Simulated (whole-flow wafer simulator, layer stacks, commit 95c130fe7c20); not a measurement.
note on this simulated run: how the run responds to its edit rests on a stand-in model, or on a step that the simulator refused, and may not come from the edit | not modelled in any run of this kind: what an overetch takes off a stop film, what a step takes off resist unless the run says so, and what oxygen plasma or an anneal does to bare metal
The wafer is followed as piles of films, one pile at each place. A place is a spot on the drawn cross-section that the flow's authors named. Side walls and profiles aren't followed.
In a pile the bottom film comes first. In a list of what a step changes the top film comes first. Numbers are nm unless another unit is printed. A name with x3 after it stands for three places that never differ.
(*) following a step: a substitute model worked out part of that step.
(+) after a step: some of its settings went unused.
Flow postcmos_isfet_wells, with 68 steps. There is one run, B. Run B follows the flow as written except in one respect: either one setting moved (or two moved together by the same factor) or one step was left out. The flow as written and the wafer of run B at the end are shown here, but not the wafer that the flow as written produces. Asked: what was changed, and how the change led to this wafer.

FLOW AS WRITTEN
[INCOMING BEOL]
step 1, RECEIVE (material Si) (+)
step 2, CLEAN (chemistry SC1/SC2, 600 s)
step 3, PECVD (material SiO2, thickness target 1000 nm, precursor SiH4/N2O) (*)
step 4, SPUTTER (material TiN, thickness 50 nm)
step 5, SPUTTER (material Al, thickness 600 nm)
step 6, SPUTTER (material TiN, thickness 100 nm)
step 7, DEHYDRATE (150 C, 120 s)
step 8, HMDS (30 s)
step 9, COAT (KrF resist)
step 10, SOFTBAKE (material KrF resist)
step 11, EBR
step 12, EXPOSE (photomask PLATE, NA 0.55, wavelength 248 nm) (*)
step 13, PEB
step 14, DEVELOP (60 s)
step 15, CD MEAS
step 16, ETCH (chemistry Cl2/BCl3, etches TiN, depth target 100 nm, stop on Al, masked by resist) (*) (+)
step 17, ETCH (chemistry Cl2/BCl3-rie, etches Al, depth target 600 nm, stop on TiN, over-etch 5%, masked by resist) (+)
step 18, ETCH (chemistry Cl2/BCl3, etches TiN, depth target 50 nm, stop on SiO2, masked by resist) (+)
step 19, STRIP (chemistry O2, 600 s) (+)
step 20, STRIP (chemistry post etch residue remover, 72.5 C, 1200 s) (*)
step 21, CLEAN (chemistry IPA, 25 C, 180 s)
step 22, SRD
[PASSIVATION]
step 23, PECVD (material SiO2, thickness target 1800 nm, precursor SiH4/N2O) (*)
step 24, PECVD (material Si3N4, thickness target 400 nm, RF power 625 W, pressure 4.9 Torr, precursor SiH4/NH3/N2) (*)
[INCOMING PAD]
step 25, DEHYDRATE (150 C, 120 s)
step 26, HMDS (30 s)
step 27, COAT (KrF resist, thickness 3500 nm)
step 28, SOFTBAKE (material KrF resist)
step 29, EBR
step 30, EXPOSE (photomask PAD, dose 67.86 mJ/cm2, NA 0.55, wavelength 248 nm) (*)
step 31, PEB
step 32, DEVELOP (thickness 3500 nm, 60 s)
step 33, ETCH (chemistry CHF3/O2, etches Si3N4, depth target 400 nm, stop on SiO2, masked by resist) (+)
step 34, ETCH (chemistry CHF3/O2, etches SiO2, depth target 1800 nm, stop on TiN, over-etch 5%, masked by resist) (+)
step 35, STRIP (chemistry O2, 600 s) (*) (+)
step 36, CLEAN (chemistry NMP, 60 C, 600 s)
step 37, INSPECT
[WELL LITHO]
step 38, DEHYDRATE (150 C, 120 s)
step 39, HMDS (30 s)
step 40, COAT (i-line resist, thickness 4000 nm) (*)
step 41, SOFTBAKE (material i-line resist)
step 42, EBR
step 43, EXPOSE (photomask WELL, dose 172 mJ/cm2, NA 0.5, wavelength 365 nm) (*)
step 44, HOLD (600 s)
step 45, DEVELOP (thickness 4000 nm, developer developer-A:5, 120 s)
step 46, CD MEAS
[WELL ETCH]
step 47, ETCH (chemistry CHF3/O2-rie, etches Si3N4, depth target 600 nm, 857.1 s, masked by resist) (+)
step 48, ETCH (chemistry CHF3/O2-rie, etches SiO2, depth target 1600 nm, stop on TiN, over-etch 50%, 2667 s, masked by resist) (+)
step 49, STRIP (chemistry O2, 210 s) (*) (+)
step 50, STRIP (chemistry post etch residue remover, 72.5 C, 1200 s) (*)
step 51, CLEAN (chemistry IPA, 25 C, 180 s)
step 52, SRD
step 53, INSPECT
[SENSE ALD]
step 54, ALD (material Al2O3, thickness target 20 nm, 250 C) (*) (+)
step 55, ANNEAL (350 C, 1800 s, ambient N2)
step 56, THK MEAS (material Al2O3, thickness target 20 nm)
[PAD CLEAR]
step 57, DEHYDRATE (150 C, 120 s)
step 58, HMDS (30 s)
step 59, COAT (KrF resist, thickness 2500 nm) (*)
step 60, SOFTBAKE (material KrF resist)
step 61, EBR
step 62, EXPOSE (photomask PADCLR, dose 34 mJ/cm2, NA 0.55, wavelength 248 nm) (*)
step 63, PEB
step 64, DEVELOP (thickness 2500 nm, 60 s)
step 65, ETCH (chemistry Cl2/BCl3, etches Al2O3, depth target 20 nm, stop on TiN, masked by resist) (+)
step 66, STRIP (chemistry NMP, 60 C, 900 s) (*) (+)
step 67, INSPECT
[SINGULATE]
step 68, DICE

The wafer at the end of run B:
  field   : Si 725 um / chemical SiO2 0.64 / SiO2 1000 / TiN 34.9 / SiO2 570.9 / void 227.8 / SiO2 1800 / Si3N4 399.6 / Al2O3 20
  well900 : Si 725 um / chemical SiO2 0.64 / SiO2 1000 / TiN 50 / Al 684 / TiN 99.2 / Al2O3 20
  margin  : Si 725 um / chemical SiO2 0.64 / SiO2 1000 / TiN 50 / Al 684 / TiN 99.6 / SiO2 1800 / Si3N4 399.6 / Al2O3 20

Cause: step 5, SPUTTER: thickness 684 nm was run, though the flow has thickness 600 nm.
One can read it off the wafer: well900 has Al 684, and step 5 as written asks for 600 nm.

How this came from the change, step by step:
  step 5, SPUTTER (material Al, thickness 600 nm)
      field, margin, well900, well1300 x3, pad_rim, pad_clr, pad_open: Al gains 684 (new film) (it would be, as written: Al gains 600 (new film))
  step 17, ETCH (chemistry Cl2/BCl3-rie, etches Al, depth target 600 nm, stop on TiN, over-etch 5%, masked by resist) (+)
      field: Al loses 600 (it would be, as written: Al loses 600 (all of it))
  step 18, ETCH (chemistry Cl2/BCl3, etches TiN, depth target 50 nm, stop on SiO2, masked by resist) (+)
      field: Al loses 84 (all of it), TiN loses 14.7 (it would be, as written: TiN loses 50 (all of it))
  step 23, PECVD (material SiO2, thickness target 1800 nm, precursor SiH4/N2O) (*)
      field: SiO2 gains 1800 (new film), void gains 227.8 (new film), SiO2 gains 570.9 (new film) (it would be, as written: SiO2 gains 1800 (new film), void gains 189.9 (new film), SiO2 gains 559.7)
Taking metal films that touch as one body, field has 1 body; the flow as written gives 0 bodies.
